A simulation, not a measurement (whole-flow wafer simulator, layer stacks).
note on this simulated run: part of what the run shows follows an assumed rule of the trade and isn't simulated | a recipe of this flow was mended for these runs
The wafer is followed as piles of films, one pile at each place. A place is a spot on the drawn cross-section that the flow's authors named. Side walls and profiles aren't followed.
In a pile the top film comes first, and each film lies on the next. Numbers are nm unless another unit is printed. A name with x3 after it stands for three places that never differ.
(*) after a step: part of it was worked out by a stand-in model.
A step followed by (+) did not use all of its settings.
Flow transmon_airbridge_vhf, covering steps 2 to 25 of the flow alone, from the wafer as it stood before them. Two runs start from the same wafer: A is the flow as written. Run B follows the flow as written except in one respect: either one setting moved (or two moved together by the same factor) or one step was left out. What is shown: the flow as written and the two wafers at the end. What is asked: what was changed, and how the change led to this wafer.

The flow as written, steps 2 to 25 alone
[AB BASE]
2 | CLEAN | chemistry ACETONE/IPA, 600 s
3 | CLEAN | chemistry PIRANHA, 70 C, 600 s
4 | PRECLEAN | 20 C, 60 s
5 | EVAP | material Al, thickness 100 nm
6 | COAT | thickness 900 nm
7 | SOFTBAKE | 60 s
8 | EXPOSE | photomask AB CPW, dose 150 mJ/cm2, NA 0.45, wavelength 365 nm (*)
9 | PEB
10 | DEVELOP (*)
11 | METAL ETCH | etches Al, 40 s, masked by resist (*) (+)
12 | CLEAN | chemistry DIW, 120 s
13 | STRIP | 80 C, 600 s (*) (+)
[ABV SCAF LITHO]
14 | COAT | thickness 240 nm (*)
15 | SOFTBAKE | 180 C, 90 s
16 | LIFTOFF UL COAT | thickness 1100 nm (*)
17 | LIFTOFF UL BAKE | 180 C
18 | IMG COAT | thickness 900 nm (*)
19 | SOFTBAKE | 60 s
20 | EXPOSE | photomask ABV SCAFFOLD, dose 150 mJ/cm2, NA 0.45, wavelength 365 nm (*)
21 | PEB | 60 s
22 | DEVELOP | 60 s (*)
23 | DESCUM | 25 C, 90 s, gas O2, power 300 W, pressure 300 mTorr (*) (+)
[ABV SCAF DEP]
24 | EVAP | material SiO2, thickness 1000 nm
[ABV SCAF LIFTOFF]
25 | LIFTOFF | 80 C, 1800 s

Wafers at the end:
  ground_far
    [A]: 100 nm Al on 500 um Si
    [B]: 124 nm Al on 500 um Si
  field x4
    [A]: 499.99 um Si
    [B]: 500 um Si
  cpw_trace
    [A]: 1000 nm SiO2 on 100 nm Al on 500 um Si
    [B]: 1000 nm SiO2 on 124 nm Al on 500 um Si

The reason: step 5, EVAP: thickness 124 nm was run, whereas the flow has thickness 100 nm.
The wafer itself shows it: ground_far has Al 124, and step 5 as written asks for 100 nm.

Step by step, how the change led to this:
  5 | EVAP | material Al, thickness 100 nm
      field x4, ground_far, pad_w x2, flank_w x2, gap_w x2, cpw_trace, trace_open_s x2, margin_s x3: A Al gains 100 (new film) | B Al gains 124 (new film)
  11 | METAL ETCH | etches Al, 40 s, masked by resist (*) (+)
      field x4, gap_w x2: A Al loses 86.7 (all of it), Si loses 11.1 | B Al loses 110.7 (all of it), Si loses 3.11
